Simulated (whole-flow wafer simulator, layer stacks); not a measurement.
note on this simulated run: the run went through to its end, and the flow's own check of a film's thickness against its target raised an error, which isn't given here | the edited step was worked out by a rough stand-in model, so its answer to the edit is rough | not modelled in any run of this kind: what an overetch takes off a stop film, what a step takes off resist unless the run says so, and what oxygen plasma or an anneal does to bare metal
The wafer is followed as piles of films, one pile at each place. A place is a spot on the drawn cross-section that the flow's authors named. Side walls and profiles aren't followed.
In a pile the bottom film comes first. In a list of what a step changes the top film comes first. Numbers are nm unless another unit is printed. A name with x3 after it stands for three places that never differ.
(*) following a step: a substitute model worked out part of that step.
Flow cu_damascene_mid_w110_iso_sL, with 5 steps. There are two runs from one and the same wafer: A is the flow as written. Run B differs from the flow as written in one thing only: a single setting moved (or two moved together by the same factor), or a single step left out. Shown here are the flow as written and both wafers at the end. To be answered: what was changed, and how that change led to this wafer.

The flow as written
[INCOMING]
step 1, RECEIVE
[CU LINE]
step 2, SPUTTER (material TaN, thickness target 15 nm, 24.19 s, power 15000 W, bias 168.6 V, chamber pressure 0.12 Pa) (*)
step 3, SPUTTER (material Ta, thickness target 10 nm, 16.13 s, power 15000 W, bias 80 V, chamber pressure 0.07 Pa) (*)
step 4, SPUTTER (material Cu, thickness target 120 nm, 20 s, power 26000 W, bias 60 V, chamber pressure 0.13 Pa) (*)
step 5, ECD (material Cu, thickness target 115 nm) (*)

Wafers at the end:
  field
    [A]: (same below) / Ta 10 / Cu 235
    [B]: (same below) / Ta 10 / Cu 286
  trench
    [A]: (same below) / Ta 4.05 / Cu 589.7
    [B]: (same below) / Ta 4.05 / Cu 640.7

Cause: step 4, SPUTTER: thickness target 171 nm was run, while the flow as written has thickness target 120 nm; step 4, SPUTTER: 28.5 s was run, where the flow has 20 s.

The path from the change to this, step by step:
  step 4, SPUTTER (material Cu, thickness target 120 nm, 20 s, power 26000 W, bias 60 V, chamber pressure 0.13 Pa) (*)
      field: A +120 Cu (new film) | B +171 Cu (new film)
      trench: A +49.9 Cu (new film) | B +71.2 Cu (new film)
  step 5, ECD (material Cu, thickness target 115 nm) (*)
      trench: A +539.8 Cu | B +569.6 Cu
